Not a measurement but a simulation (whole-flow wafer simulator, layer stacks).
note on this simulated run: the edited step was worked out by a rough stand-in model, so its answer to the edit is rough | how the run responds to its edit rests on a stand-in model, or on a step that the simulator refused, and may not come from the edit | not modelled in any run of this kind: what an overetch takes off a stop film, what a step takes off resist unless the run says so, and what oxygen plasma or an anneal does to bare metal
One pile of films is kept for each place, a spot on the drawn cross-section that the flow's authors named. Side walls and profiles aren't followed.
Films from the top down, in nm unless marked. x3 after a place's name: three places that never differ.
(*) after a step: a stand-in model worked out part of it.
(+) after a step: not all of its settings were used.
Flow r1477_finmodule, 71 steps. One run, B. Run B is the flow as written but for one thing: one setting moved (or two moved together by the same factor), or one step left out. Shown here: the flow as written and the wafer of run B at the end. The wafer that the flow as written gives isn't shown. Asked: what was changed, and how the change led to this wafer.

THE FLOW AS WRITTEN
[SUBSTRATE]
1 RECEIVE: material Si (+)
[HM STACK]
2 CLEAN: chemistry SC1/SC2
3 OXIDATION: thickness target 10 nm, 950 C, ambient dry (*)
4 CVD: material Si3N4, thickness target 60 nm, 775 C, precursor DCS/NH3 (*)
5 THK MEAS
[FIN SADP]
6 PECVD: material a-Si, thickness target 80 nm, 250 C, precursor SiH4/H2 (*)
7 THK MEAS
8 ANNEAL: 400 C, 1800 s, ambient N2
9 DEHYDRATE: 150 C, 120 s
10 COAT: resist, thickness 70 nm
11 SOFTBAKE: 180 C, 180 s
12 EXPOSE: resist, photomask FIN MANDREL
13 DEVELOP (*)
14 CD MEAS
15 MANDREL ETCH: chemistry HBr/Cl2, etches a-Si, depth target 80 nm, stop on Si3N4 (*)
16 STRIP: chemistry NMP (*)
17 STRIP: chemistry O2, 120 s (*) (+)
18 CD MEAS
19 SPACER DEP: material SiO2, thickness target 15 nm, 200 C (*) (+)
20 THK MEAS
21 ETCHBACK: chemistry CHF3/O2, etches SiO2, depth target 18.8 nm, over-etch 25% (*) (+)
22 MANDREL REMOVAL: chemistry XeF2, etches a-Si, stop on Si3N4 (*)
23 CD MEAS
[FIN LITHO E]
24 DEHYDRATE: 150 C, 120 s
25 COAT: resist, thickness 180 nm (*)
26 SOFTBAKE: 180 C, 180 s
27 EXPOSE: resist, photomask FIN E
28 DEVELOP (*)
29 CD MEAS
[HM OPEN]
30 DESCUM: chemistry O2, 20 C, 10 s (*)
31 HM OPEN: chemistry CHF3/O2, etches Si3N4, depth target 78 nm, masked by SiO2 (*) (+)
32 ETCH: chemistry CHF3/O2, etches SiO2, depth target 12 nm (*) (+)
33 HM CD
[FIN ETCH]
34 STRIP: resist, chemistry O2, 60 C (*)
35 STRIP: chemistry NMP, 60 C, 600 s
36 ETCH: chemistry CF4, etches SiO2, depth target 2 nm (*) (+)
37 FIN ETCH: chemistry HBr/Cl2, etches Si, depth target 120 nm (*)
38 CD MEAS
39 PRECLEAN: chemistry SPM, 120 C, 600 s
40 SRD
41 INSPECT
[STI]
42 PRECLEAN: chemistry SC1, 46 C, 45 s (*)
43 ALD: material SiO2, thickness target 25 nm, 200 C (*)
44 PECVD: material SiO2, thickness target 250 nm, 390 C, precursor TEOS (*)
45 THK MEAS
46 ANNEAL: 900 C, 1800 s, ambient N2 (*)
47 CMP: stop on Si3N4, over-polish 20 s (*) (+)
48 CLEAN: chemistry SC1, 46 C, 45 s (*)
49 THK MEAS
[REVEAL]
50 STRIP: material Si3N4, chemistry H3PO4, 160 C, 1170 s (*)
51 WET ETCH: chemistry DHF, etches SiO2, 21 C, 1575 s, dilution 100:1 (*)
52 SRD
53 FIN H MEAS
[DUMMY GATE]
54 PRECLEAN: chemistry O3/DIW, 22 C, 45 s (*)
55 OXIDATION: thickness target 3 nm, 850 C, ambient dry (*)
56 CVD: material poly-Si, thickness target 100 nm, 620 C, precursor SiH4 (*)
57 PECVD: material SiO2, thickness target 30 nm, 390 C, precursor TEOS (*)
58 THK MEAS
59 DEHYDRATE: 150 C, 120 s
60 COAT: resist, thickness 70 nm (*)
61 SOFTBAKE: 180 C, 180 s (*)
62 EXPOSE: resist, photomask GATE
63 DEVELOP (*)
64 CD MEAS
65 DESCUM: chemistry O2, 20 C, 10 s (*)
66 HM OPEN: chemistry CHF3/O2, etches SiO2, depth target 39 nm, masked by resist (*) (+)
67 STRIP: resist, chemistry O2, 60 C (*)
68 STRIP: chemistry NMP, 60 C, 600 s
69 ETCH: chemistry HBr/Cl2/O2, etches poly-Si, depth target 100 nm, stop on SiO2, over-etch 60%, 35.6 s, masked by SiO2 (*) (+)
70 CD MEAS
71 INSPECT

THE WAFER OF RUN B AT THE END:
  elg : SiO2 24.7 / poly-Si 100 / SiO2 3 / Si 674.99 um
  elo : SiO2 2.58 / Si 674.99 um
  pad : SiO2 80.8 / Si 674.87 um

The cause: step 6, PECVD: thickness target 48 nm was run, where the flow has thickness target 80 nm.

How the change led to this, step by step:
  6 PECVD: material a-Si, thickness target 80 nm, 250 C, precursor SiH4/H2 (*)
      pad, padg, elg and 33 more: a-Si +48 (new film) (as written it would be: a-Si +80 (new film))
  15 MANDREL ETCH: chemistry HBr/Cl2, etches a-Si, depth target 80 nm, stop on Si3N4 (*)
      pad, padg, elg and 27 more: a-Si -48 (all of it) (as written it would be: a-Si -80 (all of it))
      s40cg, s45cg, s50cg, s40co, s45co, s50co: resist -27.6 (as written it would be: resist -30.7)
  16 STRIP: chemistry NMP (*)
      s40cg, s45cg, s50cg, s40co, s45co, s50co: resist -42.4 (all of it) (as written it would be: resist -39.3 (all of it))
  21 ETCHBACK: chemistry CHF3/O2, etches SiO2, depth target 18.8 nm, over-etch 25% (*) (+)
      s40sg_line, s45sg_line, s50sg_line, s40so_line, s45so_line, s50so_line: SiO2 +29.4 (as written it would be: SiO2 +61.4)
  22 MANDREL REMOVAL: chemistry XeF2, etches a-Si, stop on Si3N4 (*)
      s40cg, s45cg, s50cg, s40co, s45co, s50co: a-Si -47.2 (all of it) (as written it would be: a-Si -79.2 (all of it))
  25 COAT: resist, thickness 180 nm (*)
      s40cg, s40co: resist +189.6 (new film) (as written it would be: resist +197.6 (new film))
      s40sg, s40so: resist +193.2 (new film) (as written it would be: resist +201.2 (new film))
      (and at 14 more places)
  28 DEVELOP (*)
      s40cg, s40co: resist -189.6 (all of it) (as written it would be: resist -197.6 (all of it))
      s40sg, s40so: resist -193.2 (all of it) (as written it would be: resist -201.2 (all of it))
      (and at 14 more places)
  32 ETCH: chemistry CHF3/O2, etches SiO2, depth target 12 nm (*) (+)
      s40sg_line, s45sg_line, s50sg_line, s40so_line, s45so_line, s50so_line: SiO2 -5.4 (all of it) (as written it would be: SiO2 -12)
      pad, padg, e40sg and 11 more: Si -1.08 (as written it would be: Si -2.4)
      (and at 16 more places)
  34 STRIP: resist, chemistry O2, 60 C (*)
      elg, e40lg, e100lg, e200lg, elo, e40lo, e100lo, e200lo: resist -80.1 (all of it) (as written it would be: resist -73.8 (all of it))
  36 ETCH: chemistry CF4, etches SiO2, depth target 2 nm (*) (+)
      elg, e40lg, e100lg, e200lg, elo, e40lo, e100lo, e200lo: nothing (as written it would be: Si3N4 -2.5)
      s40sg_line, s45sg_line, s50sg_line, s40so_line, s45so_line, s50so_line: nothing (as written it would be: SiO2 -2)
  37 FIN ETCH: chemistry HBr/Cl2, etches Si, depth target 120 nm (*)
      s40sg_line, s45sg_line, s50sg_line, s40so_line, s45so_line, s50so_line: Si3N4 -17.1 (as written it would be: SiO2 -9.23)
  43 ALD: material SiO2, thickness target 25 nm, 200 C (*)
      s40sg_line, s45sg_line, s50sg_line, s40so_line, s45so_line, s50so_line: SiO2 +25 (new film) (as written it would be: SiO2 +25)
      s40cg, s45cg, s50cg, s40co, s45co, s50co: SiO2 +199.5 (new film) (as written it would be: SiO2 +232.1 (new film))
  47 CMP: stop on Si3N4, over-polish 20 s (*) (+)
      elg, e40lg, e100lg, e200lg, elo, e40lo, e100lo, e200lo: SiO2 -263.8 (all of it), Si3N4 -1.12 (as written it would be: SiO2 -241.6)
      pad, padg, e40sg and 11 more: SiO2 -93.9 (as written it would be: SiO2 -71.8)
      (and at 14 more places)
  50 STRIP: material Si3N4, chemistry H3PO4, 160 C, 1170 s (*)
      elg, e40lg, e100lg, e200lg, elo, e40lo, e100lo, e200lo: Si3N4 -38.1 (all of it), SiO2 -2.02 (as written it would be: SiO2 -4.28)
      s40sg_line, s45sg_line, s50sg_line, s40so_line, s45so_line, s50so_line: Si3N4 -38.1 (all of it), SiO2 -2.02 (as written it would be: Si3N4 -58.9 (all of it), SiO2 -1.37)
  51 WET ETCH: chemistry DHF, etches SiO2, 21 C, 1575 s, dilution 100:1 (*)
      elg, e40lg, e100lg, e200lg, elo, e40lo, e100lo, e200lo: SiO2 -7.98 (all of it) (as written it would be: SiO2 -17.8 (all of it), Si3N4 -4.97)
      s40sg_line, s45sg_line, s50sg_line, s40so_line, s45so_line, s50so_line: SiO2 -7.98 (all of it) (as written it would be: SiO2 -8.63 (all of it))
  54 PRECLEAN: chemistry O3/DIW, 22 C, 45 s (*)
      elg, e40lg, e100lg, e200lg, elo, e40lo, e100lo, e200lo: chemical SiO2 +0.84 (new film), Si -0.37 (as written it would be: nothing)
  ... 5 more steps ...
  69 ETCH: chemistry HBr/Cl2/O2, etches poly-Si, depth target 100 nm, stop on SiO2, over-etch 60%, 35.6 s, masked by SiO2 (*) (+)
      s40co: chemical SiO2 -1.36 (all of it), poly-Si -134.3 (all of it), SiO2 -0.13 (as written it would be: chemical SiO2 -1.46 (all of it), poly-Si -111.5 (all of it), SiO2 -0.24)
      s45co: chemical SiO2 -1.36 (all of it), poly-Si -134.3 (all of it), SiO2 -0.13 (as written it would be: chemical SiO2 -1.46 (all of it), poly-Si -110.9 (all of it), SiO2 -0.25)
      (and at 1 more place)
